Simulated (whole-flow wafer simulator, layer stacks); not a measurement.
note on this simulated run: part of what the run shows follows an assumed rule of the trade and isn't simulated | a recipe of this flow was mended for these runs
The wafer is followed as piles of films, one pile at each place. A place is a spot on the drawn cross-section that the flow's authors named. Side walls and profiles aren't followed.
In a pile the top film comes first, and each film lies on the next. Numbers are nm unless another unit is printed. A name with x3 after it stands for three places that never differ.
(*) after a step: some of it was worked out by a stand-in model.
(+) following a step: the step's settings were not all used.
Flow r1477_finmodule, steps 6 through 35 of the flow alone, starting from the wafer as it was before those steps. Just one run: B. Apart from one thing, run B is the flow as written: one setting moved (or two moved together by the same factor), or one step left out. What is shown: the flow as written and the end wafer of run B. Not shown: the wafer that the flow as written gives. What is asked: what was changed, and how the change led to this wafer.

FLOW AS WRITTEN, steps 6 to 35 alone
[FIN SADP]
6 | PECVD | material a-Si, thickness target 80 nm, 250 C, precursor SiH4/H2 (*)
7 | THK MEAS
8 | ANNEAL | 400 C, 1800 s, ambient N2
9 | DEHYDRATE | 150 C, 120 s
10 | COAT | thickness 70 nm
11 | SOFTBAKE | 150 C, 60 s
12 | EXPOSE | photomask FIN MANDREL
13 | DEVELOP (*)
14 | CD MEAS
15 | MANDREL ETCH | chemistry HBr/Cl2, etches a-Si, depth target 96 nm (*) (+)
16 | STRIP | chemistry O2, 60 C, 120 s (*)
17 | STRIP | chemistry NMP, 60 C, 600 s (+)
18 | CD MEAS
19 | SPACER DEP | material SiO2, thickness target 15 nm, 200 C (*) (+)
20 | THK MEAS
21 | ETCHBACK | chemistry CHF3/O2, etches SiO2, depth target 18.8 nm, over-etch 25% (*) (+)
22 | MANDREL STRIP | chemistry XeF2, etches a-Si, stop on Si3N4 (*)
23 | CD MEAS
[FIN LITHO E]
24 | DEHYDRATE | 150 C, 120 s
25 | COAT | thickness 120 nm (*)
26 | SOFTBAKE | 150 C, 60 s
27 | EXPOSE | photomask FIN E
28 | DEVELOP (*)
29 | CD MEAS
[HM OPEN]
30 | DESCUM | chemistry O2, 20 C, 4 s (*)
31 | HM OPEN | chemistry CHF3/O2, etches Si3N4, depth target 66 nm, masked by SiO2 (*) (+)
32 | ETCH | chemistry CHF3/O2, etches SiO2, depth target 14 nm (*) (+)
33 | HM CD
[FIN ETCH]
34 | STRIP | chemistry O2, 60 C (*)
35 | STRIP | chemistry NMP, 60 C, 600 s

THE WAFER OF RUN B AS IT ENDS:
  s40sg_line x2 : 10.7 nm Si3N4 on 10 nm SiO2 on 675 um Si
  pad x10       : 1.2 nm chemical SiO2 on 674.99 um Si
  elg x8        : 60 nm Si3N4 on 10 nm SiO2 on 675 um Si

The reason: step 6, PECVD: thickness target 104 nm was run, while the flow as written has thickness target 80 nm.

How this came from the change, step by step:
  6 | PECVD | material a-Si, thickness target 80 nm, 250 C, precursor SiH4/H2 (*)
      pad x10, elg x8, s40cg x2 and 16 more: +104 a-Si (new film) (it would be, as written: +80 a-Si (new film))
  15 | MANDREL ETCH | chemistry HBr/Cl2, etches a-Si, depth target 96 nm (*) (+)
      pad x10, elg x8, s40sg x2, s40sg_line x2, s45sg x2, s45sg_line x2, s50sg x2, s50sg_line x2: -96 a-Si (it would be, as written: -80 a-Si (all of it), -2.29 Si3N4)
  16 | STRIP | chemistry O2, 60 C, 120 s (*)
      pad x10, elg x8, s40sg x2, s40sg_line x2, s45sg x2, s45sg_line x2, s50sg x2, s50sg_line x2: +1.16 chemical SiO2 (new film), -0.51 a-Si (it would be, as written: nothing)
  21 | ETCHBACK | chemistry CHF3/O2, etches SiO2, depth target 18.8 nm, over-etch 25% (*) (+)
      pad x10, elg x8, s40sg x2, s45sg x2, s50sg x2: -15 SiO2 (all of it), -1.16 chemical SiO2 (all of it), -0.53 a-Si (it would be, as written: -15 SiO2 (all of it), -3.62 Si3N4)
  22 | MANDREL STRIP | chemistry XeF2, etches a-Si, stop on Si3N4 (*)
      pad x10, elg x8, s40sg x2, s45sg x2, s50sg x2: -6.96 a-Si (all of it) (it would be, as written: nothing)
      s40sg_line x2, s45sg_line x2, s50sg_line x2: under 1 film: -1.16 chemical SiO2 (all of it), -7.48 a-Si (all of it) (it would be, as written: nothing)
      (also at 6 further places)
  25 | COAT | thickness 120 nm (*)
      s40cg x2: +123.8 e-beam-resist (new film) (it would be, as written: +136.7 e-beam-resist (new film))
      s40sg x2: +123.8 e-beam-resist (new film) (it would be, as written: +142.6 e-beam-resist (new film))
      (also at 14 further places)
  28 | DEVELOP (*)
      s40cg x2: -123.8 e-beam-resist (all of it) (it would be, as written: -136.7 e-beam-resist (all of it))
      s40sg x2: -123.8 e-beam-resist (all of it) (it would be, as written: -142.6 e-beam-resist (all of it))
      (also at 14 further places)
  31 | HM OPEN | chemistry CHF3/O2, etches Si3N4, depth target 66 nm, masked by SiO2 (*) (+)
      s40sg_line x2, s45sg_line x2, s50sg_line x2: -15 SiO2 (all of it), -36 Si3N4 (it would be, as written: -33 SiO2)
      pad x10, s40sg x2, s45sg x2, s50sg x2: -60 Si3N4 (all of it), -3 SiO2 (it would be, as written: -54.1 Si3N4 (all of it), -5.95 SiO2)
  32 | ETCH | chemistry CHF3/O2, etches SiO2, depth target 14 nm (*) (+)
      s40sg_line x2, s45sg_line x2, s50sg_line x2: -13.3 Si3N4 (it would be, as written: -14 SiO2)
      pad x10, s40sg x2, s45sg x2, s50sg x2: -7 SiO2 (all of it), -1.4 Si (it would be, as written: -4.05 SiO2 (all of it), -1.99 Si)
